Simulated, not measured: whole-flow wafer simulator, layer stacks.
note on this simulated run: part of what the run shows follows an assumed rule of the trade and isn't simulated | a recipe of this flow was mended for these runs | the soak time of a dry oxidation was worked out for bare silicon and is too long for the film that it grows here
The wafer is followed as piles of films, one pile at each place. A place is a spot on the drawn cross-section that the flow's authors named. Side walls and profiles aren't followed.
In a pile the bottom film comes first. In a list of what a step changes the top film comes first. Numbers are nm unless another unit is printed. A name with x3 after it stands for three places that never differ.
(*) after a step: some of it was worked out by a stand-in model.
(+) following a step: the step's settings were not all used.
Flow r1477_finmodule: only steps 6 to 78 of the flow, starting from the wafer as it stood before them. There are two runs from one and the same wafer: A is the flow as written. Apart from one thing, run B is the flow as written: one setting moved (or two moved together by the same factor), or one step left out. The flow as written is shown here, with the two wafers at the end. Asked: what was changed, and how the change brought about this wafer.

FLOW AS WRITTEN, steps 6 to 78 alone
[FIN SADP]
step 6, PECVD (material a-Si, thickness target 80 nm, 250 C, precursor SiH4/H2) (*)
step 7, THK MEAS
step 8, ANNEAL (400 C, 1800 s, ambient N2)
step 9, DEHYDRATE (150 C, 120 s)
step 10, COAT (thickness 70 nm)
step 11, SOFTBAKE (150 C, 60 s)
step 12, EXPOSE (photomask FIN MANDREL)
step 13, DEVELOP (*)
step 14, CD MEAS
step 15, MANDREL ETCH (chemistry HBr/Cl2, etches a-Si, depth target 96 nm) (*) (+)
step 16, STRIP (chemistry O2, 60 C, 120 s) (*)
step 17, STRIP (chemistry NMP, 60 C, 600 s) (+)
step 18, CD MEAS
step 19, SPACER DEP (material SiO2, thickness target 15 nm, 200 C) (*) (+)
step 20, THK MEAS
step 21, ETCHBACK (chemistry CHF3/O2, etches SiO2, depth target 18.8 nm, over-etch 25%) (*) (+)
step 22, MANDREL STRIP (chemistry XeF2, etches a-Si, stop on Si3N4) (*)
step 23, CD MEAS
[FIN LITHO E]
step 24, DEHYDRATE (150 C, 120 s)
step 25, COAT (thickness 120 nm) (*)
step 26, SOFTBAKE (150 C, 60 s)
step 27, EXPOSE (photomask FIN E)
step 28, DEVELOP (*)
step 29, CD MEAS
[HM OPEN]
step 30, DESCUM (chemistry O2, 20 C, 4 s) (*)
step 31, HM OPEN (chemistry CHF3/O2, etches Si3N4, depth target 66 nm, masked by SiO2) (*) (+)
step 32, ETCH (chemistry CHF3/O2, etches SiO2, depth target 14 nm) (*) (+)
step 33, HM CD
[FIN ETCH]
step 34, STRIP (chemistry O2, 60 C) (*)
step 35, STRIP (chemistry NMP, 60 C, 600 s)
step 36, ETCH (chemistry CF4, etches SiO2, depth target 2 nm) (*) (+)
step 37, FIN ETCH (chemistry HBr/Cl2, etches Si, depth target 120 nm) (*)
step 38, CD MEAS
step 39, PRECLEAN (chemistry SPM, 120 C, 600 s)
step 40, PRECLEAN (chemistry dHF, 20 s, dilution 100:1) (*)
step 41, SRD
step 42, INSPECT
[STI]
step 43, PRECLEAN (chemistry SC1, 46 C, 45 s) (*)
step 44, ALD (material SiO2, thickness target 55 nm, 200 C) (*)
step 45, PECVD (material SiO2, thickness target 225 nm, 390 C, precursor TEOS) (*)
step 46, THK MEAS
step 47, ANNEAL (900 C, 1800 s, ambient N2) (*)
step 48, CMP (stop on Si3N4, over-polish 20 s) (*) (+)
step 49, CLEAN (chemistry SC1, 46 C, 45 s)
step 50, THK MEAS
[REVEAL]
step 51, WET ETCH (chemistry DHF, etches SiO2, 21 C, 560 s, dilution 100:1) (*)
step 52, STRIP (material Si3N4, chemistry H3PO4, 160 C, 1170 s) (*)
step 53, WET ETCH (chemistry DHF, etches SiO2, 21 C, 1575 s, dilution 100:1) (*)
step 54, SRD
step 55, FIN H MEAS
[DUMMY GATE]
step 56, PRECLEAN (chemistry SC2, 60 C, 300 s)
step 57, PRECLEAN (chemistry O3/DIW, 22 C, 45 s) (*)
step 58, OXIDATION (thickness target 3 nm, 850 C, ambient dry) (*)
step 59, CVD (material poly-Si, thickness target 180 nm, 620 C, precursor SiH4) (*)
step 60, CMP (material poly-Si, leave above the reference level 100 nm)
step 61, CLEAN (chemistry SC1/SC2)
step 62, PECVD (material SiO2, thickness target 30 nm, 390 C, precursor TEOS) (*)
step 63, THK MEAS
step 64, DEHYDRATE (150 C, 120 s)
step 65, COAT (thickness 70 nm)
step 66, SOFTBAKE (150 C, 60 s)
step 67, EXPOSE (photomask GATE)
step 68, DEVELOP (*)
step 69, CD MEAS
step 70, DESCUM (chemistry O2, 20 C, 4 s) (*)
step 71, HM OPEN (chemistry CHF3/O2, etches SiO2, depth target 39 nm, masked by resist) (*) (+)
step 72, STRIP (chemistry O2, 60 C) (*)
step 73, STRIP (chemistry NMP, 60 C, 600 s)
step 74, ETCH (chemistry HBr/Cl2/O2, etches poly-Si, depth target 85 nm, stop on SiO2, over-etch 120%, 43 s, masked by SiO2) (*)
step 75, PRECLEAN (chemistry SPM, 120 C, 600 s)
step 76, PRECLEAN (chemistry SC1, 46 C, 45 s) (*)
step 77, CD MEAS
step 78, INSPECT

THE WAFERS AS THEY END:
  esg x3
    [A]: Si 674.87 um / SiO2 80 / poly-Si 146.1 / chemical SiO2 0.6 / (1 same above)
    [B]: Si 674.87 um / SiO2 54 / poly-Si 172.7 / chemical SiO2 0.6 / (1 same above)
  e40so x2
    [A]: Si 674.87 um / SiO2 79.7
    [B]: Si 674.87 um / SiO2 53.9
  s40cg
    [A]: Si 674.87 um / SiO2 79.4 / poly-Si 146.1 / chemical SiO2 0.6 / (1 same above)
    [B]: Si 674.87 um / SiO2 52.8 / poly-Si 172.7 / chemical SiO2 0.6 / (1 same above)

The reason: step 6, PECVD: thickness target 40 nm was run, though the flow has thickness target 80 nm.

The path from the change to this, step by step:
  step 6, PECVD (material a-Si, thickness target 80 nm, 250 C, precursor SiH4/H2) (*)
      pad, padg, elg x4 and 30 more: A a-Si gains 80 (new film) | B a-Si gains 40 (new film)
  step 15, MANDREL ETCH (chemistry HBr/Cl2, etches a-Si, depth target 96 nm) (*) (+)
      pad, padg, elg x4 and 24 more: A a-Si loses 80 (all of it), Si3N4 loses 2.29 | B a-Si loses 40 (all of it), Si3N4 loses 8
  step 22, MANDREL STRIP (chemistry XeF2, etches a-Si, stop on Si3N4) (*)
      s40cg, s45cg, s50cg, s40co, s45co, s50co: A a-Si loses 79 (all of it) | B a-Si loses 39 (all of it)
  step 25, COAT (thickness 120 nm) (*)
      s40cg, s40co: A e-beam-resist gains 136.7 (new film) | B e-beam-resist gains 124.3 (new film)
      s40sg, s40so: A e-beam-resist gains 142.6 (new film) | B e-beam-resist gains 135.9 (new film)
      (as well as at 14 more places)
  step 28, DEVELOP (*)
      s40cg, s40co: A e-beam-resist loses 136.7 (all of it) | B e-beam-resist loses 124.3 (all of it)
      s40sg, s40so: A e-beam-resist loses 142.6 (all of it) | B e-beam-resist loses 135.9 (all of it)
      (as well as at 14 more places)
  step 31, HM OPEN (chemistry CHF3/O2, etches Si3N4, depth target 66 nm, masked by SiO2) (*) (+)
      pad, padg, esg x3 and 11 more: A Si3N4 loses 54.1 (all of it), SiO2 loses 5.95 | B Si3N4 loses 48.4 (all of it), SiO2 loses 8.81
  step 32, ETCH (chemistry CHF3/O2, etches SiO2, depth target 14 nm) (*) (+)
      s40sg_line, s45sg_line, s50sg_line, s40so_line, s45so_line, s50so_line: A SiO2 loses 14 | B SiO2 loses 11.7 (all of it), Si3N4 loses 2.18
      pad, padg, esg x3 and 11 more: A SiO2 loses 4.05 (all of it), Si loses 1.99 | B SiO2 loses 1.19 (all of it), Si loses 2.56
  step 36, ETCH (chemistry CF4, etches SiO2, depth target 2 nm) (*) (+)
      elg x4, elo x4: A Si3N4 loses 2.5 | B nothing
      s40sg_line, s45sg_line, s50sg_line, s40so_line, s45so_line, s50so_line: A SiO2 loses 2 | B nothing
  step 37, FIN ETCH (chemistry HBr/Cl2, etches Si, depth target 120 nm) (*)
      s40sg_line, s45sg_line, s50sg_line, s40so_line, s45so_line, s50so_line: A SiO2 loses 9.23 | B Si3N4 loses 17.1
  step 40, PRECLEAN (chemistry dHF, 20 s, dilution 100:1) (*)
      s40sg_line, s45sg_line, s50sg_line, s40so_line, s45so_line, s50so_line: A SiO2 loses 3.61 | B Si3N4 loses 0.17
  step 44, ALD (material SiO2, thickness target 55 nm, 200 C) (*)
      s40sg_line, s45sg_line, s50sg_line, s40so_line, s45so_line, s50so_line: A SiO2 gains 55 | B SiO2 gains 55 (new film)
      s40cg, s45cg, s50cg, s40co, s45co, s50co: A SiO2 gains 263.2 (new film) | B SiO2 gains 220.8 (new film)
      (as well as at 6 more places)
  step 48, CMP (stop on Si3N4, over-polish 20 s) (*) (+)
      elg x4, elo x4: A SiO2 loses 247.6 | B SiO2 loses 269.9 (all of it), Si3N4 loses 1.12
      s40cg, s40sg, s45cg and 9 more: A SiO2 loses 288.1 | B SiO2 loses 272.5
      (as well as at 16 more places)
  step 51, WET ETCH (chemistry DHF, etches SiO2, 21 C, 560 s, dilution 100:1) (*)
      elg x4, elo x4: A SiO2 loses 22.3 (all of it), Si3N4 loses 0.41 | B Si3N4 loses 1.52
  step 52, STRIP (material Si3N4, chemistry H3PO4, 160 C, 1170 s) (*)
      elg x4, elo x4: A Si3N4 loses 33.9 (all of it), SiO2 loses 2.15 | B Si3N4 loses 28.4 (all of it), SiO2 loses 2.32
      s40sg_line, s45sg_line, s50sg_line, s40so_line, s45so_line, s50so_line: A Si3N4 loses 55.1 (all of it), SiO2 loses 1.49 | B Si3N4 loses 28.4 (all of it), SiO2 loses 2.32
  step 53, WET ETCH (chemistry DHF, etches SiO2, 21 C, 1575 s, dilution 100:1) (*)
      s40sg_line, s45sg_line, s50sg_line, s40so_line, s45so_line, s50so_line: A SiO2 loses 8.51 (all of it) | B SiO2 loses 7.68 (all of it)
  step 59, CVD (material poly-Si, thickness target 180 nm, 620 C, precursor SiH4) (*)
      esg x3, s40cg, s40sg and 12 more: A poly-Si gains 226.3 (new film) | B poly-Si gains 252.9 (new film)
      e200sg, e200so: A poly-Si gains 219.2 (new film) | B poly-Si gains 252.9 (new film)
      (as well as at 1 more place)
  ... and 1 more step ...
  step 74, ETCH (chemistry HBr/Cl2/O2, etches poly-Si, depth target 85 nm, stop on SiO2, over-etch 120%, 43 s, masked by SiO2) (*)
      pad: A chemical SiO2 loses 1.12 (all of it), poly-Si loses 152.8 (all of it), SiO2 loses 0.17 | B chemical SiO2 loses 1.12 (all of it), poly-Si loses 177.6 (all of it)
      eso: A chemical SiO2 loses 1.12 (all of it), poly-Si loses 143.9 (all of it), SiO2 loses 0.22 | B chemical SiO2 loses 1.12 (all of it), poly-Si loses 170.6 (all of it)
      (as well as at 9 more places)
